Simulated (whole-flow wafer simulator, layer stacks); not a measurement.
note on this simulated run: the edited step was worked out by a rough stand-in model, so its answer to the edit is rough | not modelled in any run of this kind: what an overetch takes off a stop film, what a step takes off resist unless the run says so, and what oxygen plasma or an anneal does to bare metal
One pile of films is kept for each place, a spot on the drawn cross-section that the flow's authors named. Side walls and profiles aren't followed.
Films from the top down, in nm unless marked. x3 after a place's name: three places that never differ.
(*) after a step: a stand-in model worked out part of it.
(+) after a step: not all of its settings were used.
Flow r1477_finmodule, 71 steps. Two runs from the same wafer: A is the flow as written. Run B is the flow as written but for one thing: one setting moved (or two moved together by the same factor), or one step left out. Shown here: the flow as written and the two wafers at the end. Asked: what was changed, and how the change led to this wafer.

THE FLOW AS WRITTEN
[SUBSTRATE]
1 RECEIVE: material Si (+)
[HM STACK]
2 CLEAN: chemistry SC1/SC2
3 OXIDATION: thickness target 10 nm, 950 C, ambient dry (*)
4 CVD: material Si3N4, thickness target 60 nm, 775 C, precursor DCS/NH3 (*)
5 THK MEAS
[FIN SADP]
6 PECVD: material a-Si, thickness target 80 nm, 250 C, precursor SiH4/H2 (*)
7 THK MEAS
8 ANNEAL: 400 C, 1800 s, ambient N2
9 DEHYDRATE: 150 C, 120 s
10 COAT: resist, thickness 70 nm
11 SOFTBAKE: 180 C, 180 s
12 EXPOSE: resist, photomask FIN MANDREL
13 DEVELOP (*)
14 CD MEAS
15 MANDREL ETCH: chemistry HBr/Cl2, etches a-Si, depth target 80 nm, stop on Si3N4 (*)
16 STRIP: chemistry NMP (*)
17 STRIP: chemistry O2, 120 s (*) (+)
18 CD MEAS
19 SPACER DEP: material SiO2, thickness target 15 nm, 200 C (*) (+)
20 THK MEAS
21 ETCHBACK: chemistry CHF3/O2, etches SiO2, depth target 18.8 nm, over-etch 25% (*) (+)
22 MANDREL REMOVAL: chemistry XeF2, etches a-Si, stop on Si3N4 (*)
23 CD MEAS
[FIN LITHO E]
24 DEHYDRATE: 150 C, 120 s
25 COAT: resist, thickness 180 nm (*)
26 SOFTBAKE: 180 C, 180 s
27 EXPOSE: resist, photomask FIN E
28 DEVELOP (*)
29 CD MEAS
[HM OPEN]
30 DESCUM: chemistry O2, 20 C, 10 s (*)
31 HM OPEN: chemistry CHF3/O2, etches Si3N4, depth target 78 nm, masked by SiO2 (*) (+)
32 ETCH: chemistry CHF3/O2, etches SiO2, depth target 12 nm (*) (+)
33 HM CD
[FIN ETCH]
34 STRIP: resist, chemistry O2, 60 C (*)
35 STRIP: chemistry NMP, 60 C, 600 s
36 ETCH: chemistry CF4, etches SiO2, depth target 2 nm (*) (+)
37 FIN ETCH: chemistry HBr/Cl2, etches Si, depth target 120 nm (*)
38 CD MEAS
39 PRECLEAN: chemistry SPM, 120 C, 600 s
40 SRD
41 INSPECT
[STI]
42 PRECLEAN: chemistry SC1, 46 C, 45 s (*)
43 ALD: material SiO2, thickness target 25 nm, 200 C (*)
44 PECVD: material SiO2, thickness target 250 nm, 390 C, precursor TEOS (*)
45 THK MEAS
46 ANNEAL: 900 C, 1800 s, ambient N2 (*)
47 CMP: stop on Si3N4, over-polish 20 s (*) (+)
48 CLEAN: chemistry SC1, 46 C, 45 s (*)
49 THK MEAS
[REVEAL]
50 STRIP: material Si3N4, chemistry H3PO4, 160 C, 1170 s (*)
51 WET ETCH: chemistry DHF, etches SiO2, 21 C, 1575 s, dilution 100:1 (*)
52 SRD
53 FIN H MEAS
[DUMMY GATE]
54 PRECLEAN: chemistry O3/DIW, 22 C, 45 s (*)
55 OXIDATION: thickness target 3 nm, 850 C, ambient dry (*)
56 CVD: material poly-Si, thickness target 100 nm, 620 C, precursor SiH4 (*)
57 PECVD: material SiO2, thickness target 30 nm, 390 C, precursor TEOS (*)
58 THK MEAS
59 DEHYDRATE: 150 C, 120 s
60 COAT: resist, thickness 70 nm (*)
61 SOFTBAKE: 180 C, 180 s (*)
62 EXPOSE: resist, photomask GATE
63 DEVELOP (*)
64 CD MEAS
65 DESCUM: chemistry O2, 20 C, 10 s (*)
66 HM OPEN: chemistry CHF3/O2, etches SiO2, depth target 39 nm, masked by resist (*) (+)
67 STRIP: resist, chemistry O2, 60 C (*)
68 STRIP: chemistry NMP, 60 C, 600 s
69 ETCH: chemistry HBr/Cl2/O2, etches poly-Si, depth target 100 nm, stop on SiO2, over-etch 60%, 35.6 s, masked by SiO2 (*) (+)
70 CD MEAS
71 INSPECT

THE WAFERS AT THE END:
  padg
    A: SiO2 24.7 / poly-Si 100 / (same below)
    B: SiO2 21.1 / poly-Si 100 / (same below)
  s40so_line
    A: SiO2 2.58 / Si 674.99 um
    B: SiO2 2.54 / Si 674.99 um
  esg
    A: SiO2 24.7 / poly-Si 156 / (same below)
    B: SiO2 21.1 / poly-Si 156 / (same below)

The cause: step 57, PECVD: thickness target 26.4 nm was run, where the flow has thickness target 30 nm.

How the change led to this, step by step:
  57 PECVD: material SiO2, thickness target 30 nm, 390 C, precursor TEOS (*)
      pad, padg, elg and 33 more: A SiO2 +30 (new film) | B SiO2 +26.4 (new film)
  66 HM OPEN: chemistry CHF3/O2, etches SiO2, depth target 39 nm, masked by resist (*) (+)
      pad, elo, eso and 15 more: A SiO2 -30 (all of it), poly-Si -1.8 | B SiO2 -26.4 (all of it), poly-Si -2.52
